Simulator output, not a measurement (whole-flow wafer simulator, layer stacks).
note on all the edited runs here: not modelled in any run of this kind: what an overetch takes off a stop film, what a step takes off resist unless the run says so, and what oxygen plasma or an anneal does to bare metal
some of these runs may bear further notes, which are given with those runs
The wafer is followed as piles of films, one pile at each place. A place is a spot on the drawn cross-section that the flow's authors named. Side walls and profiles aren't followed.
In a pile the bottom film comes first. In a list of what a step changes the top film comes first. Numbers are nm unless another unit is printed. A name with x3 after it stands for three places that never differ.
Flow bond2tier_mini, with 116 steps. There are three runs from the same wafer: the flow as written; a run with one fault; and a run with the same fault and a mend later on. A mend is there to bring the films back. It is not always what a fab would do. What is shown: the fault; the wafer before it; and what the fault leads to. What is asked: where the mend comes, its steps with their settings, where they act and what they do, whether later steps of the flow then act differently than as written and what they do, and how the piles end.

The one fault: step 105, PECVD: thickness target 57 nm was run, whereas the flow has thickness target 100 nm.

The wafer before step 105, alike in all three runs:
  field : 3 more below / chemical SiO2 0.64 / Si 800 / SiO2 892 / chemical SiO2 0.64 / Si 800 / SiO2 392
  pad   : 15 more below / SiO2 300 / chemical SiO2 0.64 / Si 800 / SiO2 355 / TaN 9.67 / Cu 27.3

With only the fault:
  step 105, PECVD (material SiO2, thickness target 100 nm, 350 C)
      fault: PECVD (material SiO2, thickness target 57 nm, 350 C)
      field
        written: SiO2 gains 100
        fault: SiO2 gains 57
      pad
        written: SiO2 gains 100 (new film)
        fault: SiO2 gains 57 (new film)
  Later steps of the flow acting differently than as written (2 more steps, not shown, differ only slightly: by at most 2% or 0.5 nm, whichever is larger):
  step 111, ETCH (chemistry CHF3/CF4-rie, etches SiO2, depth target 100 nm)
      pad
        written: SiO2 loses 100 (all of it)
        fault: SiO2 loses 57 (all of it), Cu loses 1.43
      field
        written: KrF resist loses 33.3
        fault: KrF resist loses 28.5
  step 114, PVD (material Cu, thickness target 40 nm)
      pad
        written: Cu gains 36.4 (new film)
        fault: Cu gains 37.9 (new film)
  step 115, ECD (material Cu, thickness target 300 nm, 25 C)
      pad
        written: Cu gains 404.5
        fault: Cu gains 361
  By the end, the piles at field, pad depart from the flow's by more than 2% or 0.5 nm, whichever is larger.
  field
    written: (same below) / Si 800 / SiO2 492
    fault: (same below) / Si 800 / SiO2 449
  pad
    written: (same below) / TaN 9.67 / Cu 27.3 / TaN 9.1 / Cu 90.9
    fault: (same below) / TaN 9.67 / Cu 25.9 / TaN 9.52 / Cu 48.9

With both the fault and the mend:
  The mend follows step 105.
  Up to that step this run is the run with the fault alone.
  step 105a, PECVD (material SiO2, thickness target 43 nm, 350 C) (the flow's step 105, run once more with other settings)
      field, pad
        SiO2 gains 43
  Every later step of the flow that is run acts as written at every place that is followed.
  At every place that both follow, the piles at the end match the flow's.
